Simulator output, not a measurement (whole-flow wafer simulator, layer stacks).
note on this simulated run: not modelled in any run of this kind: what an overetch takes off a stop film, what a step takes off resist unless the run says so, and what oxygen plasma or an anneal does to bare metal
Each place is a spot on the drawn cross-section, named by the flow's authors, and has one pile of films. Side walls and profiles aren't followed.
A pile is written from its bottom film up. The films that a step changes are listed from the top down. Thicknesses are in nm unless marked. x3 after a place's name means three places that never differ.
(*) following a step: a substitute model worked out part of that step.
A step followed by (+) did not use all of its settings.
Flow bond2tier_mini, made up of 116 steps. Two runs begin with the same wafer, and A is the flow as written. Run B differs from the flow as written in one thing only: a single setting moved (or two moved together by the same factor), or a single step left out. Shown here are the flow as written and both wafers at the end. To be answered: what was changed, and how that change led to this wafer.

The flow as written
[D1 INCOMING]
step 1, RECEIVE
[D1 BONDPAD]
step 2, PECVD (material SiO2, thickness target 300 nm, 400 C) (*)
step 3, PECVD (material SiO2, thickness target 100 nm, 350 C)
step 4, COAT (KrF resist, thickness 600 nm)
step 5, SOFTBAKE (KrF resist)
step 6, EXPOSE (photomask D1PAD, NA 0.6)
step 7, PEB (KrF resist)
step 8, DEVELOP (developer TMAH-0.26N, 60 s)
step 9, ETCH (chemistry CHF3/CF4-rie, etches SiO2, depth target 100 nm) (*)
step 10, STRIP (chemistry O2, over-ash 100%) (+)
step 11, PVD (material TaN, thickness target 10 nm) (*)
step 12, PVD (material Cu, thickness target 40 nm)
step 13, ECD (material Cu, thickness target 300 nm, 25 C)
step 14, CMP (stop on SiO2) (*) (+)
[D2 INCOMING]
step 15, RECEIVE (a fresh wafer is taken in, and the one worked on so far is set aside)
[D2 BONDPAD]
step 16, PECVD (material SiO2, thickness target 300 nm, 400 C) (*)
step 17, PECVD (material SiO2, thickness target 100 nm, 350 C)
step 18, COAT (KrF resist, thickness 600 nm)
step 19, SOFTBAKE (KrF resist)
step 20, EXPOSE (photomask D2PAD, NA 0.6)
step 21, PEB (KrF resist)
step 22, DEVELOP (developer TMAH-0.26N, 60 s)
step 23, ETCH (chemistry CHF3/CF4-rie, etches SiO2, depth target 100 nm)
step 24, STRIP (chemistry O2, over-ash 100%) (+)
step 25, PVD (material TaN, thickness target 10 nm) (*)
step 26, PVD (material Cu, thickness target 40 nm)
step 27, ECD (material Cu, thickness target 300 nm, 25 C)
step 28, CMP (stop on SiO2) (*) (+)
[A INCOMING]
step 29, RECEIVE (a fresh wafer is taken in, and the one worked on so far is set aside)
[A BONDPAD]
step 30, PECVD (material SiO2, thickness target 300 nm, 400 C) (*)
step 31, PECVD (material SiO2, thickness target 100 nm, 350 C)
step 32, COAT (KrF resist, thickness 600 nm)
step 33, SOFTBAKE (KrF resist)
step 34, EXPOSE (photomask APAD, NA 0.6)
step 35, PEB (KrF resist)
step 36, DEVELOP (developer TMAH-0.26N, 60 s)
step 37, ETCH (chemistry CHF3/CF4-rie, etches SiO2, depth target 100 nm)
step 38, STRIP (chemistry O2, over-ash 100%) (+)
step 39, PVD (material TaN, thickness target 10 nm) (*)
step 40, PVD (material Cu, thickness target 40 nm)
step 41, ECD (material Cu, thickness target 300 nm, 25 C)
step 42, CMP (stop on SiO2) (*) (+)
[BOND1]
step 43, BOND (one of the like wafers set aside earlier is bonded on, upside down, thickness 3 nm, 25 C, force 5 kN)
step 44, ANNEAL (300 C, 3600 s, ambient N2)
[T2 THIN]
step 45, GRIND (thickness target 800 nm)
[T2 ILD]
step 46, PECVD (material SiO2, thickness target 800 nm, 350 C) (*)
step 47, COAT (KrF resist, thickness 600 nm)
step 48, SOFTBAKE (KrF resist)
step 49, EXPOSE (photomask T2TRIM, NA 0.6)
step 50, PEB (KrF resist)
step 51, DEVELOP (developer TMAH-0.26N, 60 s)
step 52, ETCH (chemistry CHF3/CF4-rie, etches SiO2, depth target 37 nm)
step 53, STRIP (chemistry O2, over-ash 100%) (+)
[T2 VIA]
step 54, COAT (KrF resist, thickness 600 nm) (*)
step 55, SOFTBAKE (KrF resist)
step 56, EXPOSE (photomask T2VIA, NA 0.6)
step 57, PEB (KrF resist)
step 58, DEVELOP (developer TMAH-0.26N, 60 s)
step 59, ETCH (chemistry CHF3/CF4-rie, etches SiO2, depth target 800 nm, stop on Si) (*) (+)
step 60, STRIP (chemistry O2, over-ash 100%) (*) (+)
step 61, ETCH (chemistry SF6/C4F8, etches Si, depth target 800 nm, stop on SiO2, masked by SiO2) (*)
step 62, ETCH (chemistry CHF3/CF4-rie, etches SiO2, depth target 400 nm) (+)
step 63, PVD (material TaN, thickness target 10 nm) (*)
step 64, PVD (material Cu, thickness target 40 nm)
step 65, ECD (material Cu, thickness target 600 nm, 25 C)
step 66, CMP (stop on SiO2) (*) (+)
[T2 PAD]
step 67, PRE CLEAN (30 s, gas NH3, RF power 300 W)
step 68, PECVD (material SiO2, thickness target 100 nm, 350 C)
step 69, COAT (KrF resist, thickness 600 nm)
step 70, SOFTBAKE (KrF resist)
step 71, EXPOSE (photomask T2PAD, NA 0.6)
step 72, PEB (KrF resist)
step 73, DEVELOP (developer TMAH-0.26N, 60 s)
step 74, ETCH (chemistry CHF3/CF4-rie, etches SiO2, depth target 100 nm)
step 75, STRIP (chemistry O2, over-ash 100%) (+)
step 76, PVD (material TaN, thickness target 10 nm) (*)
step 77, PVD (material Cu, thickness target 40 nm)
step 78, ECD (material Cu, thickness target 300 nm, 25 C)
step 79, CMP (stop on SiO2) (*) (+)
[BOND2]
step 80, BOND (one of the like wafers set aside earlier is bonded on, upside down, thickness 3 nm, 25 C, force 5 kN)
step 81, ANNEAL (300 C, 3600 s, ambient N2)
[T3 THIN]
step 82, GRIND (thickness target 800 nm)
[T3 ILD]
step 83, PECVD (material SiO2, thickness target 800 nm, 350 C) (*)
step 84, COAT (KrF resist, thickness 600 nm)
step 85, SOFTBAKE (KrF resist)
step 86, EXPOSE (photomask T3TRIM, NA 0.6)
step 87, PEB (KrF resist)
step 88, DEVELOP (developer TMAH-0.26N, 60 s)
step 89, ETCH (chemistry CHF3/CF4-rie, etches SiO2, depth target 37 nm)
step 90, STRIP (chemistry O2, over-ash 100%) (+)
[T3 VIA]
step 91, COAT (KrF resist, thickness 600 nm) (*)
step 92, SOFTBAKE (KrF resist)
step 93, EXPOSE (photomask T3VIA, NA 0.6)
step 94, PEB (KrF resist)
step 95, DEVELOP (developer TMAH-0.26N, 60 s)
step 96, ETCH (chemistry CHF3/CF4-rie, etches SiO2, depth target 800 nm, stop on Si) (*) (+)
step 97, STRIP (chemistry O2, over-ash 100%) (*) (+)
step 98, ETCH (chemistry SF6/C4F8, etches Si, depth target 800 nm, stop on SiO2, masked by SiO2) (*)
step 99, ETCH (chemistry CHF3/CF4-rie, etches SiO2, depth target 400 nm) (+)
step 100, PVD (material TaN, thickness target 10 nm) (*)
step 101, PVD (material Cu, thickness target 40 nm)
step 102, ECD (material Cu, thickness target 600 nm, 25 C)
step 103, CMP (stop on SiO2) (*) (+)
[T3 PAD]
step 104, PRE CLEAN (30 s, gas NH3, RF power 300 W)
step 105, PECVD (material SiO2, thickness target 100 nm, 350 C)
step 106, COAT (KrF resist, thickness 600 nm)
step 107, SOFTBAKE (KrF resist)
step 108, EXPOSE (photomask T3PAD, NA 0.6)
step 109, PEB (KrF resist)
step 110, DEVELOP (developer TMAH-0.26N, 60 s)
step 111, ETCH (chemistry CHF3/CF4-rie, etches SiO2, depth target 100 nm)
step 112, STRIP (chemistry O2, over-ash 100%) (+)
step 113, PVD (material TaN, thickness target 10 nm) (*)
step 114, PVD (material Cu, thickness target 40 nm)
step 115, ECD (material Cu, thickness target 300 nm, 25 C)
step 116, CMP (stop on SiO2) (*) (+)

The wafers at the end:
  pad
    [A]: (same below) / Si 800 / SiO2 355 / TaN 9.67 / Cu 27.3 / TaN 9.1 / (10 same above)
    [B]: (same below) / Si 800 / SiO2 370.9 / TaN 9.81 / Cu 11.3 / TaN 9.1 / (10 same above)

What caused this: step 52, ETCH: depth target 21.1 nm was run, while the flow as written has depth target 37 nm.

Step by step, how the change led to this:
  step 52, ETCH (chemistry CHF3/CF4-rie, etches SiO2, depth target 37 nm)
      pad, via: A -37 SiO2 | B -21.1 SiO2
      field: A -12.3 KrF resist | B -7.03 KrF resist
  step 59, ETCH (chemistry CHF3/CF4-rie, etches SiO2, depth target 800 nm, stop on Si) (*) (+)
      via: A -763 SiO2 (all of it) | B -778.9 SiO2 (all of it)
  step 60, STRIP (chemistry O2, over-ash 100%) (*) (+)
      field: A -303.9 KrF resist (all of it) | B -310.6 KrF resist (all of it)
      pad: A -336 KrF resist (all of it) | B -328.9 KrF resist (all of it)
  step 65, ECD (material Cu, thickness target 600 nm, 25 C)
      pad: A +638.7 Cu | B +622 Cu
